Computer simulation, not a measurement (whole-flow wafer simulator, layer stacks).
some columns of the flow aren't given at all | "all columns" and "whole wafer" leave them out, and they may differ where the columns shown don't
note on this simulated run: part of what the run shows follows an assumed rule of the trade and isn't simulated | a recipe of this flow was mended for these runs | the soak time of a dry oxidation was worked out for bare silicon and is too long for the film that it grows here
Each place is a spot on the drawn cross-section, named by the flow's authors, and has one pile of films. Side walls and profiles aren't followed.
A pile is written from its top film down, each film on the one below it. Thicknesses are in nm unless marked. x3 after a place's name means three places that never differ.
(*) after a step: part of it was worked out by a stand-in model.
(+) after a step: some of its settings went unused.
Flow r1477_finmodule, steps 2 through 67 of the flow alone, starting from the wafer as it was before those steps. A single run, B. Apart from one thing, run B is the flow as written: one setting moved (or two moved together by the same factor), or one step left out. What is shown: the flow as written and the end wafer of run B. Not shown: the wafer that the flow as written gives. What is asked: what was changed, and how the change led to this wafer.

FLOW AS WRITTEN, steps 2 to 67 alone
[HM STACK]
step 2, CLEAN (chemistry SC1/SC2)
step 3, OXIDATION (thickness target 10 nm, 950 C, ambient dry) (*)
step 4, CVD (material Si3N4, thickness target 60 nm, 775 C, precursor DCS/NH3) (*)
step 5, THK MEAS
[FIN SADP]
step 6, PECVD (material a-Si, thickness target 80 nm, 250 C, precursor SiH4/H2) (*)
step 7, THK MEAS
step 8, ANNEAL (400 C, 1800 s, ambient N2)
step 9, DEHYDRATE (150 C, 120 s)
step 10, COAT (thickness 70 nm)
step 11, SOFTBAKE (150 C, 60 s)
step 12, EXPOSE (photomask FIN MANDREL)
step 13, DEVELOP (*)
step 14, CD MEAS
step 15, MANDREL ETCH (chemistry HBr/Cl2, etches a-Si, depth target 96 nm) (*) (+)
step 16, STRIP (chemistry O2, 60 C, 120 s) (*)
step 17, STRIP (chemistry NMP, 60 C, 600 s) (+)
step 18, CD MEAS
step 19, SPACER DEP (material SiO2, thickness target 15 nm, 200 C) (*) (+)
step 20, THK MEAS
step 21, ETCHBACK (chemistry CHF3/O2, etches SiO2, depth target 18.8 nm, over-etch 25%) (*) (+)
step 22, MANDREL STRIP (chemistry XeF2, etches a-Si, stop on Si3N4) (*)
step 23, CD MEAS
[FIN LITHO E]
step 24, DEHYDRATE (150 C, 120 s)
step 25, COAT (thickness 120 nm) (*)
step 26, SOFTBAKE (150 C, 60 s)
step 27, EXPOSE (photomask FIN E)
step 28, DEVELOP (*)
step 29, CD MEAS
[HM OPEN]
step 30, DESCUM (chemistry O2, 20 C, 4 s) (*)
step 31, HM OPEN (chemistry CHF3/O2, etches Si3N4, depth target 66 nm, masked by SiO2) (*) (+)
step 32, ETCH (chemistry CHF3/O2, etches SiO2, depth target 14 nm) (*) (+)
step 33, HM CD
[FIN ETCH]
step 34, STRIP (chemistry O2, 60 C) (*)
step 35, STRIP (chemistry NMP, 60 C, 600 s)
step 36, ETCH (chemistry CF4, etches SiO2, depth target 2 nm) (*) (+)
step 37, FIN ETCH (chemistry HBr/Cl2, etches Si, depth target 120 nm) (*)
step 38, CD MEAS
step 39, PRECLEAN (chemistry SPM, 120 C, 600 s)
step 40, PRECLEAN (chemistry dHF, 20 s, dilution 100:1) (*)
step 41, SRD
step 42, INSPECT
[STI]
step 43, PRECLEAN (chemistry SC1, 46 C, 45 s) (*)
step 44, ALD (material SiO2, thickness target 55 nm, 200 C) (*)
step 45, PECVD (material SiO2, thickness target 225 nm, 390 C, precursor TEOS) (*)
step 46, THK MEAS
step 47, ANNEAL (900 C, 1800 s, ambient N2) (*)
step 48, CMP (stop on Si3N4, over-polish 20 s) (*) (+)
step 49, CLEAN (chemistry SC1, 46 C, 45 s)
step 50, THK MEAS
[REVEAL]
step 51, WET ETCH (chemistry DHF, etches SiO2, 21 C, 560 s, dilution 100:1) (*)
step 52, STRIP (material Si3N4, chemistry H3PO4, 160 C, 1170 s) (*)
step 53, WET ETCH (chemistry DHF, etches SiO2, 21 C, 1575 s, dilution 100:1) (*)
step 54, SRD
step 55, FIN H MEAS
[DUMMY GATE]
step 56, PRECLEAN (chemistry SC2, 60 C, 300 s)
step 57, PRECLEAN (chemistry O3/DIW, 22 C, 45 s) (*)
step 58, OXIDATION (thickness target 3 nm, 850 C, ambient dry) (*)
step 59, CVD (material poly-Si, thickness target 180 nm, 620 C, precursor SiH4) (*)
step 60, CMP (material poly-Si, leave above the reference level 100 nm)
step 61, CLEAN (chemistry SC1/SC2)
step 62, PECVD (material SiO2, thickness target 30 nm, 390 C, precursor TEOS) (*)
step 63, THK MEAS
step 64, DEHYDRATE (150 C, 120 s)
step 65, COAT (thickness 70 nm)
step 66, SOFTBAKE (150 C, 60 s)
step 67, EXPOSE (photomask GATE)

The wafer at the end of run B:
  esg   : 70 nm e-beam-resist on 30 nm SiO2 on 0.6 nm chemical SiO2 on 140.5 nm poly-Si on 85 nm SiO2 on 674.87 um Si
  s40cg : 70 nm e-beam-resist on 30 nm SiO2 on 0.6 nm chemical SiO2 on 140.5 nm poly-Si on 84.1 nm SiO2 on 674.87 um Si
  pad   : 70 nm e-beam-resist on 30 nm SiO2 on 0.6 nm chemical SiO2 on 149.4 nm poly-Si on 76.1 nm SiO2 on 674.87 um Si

The reason: step 4, CVD: thickness target 67.2 nm was run, whereas the flow has thickness target 60 nm; step 15, MANDREL ETCH: depth target 107.5 nm was run, where the flow has depth target 96 nm.

The path from the change to this, step by step:
  step 4, CVD (material Si3N4, thickness target 60 nm, 775 C, precursor DCS/NH3) (*)
      pad, padg, elg and 33 more: +67.2 Si3N4 (new film) (as written it would have been: +60 Si3N4 (new film))
  step 15, MANDREL ETCH (chemistry HBr/Cl2, etches a-Si, depth target 96 nm) (*) (+)
      pad, padg, elg and 27 more: -80 a-Si (all of it), -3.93 Si3N4 (as written it would have been: -80 a-Si (all of it), -2.29 Si3N4)
      s40cg, s45cg, s50cg, s40co, s45co, s50co: -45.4 e-beam-resist (as written it would have been: -41 e-beam-resist)
  step 16, STRIP (chemistry O2, 60 C, 120 s) (*)
      s40cg, s45cg, s50cg, s40co, s45co, s50co: +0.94 chemical SiO2 (new film), -24.6 e-beam-resist (all of it), -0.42 a-Si (as written it would have been: +0.89 chemical SiO2 (new film), -29 e-beam-resist (all of it), -0.39 a-Si)
  step 31, HM OPEN (chemistry CHF3/O2, etches Si3N4, depth target 66 nm, masked by SiO2) (*) (+)
      s40cg, s45cg, s50cg, s40co, s45co, s50co: -66 Si3N4 (as written it would have been: -60 Si3N4 (all of it), -3 SiO2)
      pad, padg, esg and 13 more: -59.7 Si3N4 (all of it), -3.17 SiO2 (as written it would have been: -54.1 Si3N4 (all of it), -5.95 SiO2)
  step 32, ETCH (chemistry CHF3/O2, etches SiO2, depth target 14 nm) (*) (+)
      s40cg, s45cg, s50cg, s40co, s45co, s50co: -1.2 Si3N4 (all of it), -10 SiO2 (all of it), -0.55 Si (as written it would have been: -7 SiO2 (all of it), -1.4 Si)
      pad, padg, esg and 13 more: -6.83 SiO2 (all of it), -1.43 Si (as written it would have been: -4.05 SiO2 (all of it), -1.99 Si)
  step 44, ALD (material SiO2, thickness target 55 nm, 200 C) (*)
      esg, e40sg, e100sg, e200sg, eso, e40so, e100so, e200so: +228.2 SiO2 (new film) (as written it would have been: +223.2 SiO2 (new film))
      s40cg, s45cg, s50cg, s40co, s45co, s50co: +269.6 SiO2 (new film) (as written it would have been: +263.2 SiO2 (new film))
      (and at 6 other places as well)
  step 48, CMP (stop on Si3N4, over-polish 20 s) (*) (+)
      pad, padg: -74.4 SiO2 (as written it would have been: -79.4 SiO2)
  step 52, STRIP (material Si3N4, chemistry H3PO4, 160 C, 1170 s) (*)
      elg, e40lg, e100lg, e200lg, elo, e40lo, e100lo, e200lo: -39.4 Si3N4 (all of it), -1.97 SiO2 (as written it would have been: -33.9 Si3N4 (all of it), -2.15 SiO2)
      s40sg_line, s45sg_line, s50sg_line, s40so_line, s45so_line, s50so_line: -60.6 Si3N4 (all of it), -1.31 SiO2 (as written it would have been: -55.1 Si3N4 (all of it), -1.49 SiO2)
  step 59, CVD (material poly-Si, thickness target 180 nm, 620 C, precursor SiH4) (*)
      esg, e40sg, e100sg and 15 more: +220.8 poly-Si (new film) (as written it would have been: +226.3 poly-Si (new film))
      e200sg, e200so: +213.7 poly-Si (new film) (as written it would have been: +219.2 poly-Si (new film))
  step 60, CMP (material poly-Si, leave above the reference level 100 nm)
      pad, padg: -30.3 poly-Si (as written it would have been: -24.8 poly-Si)
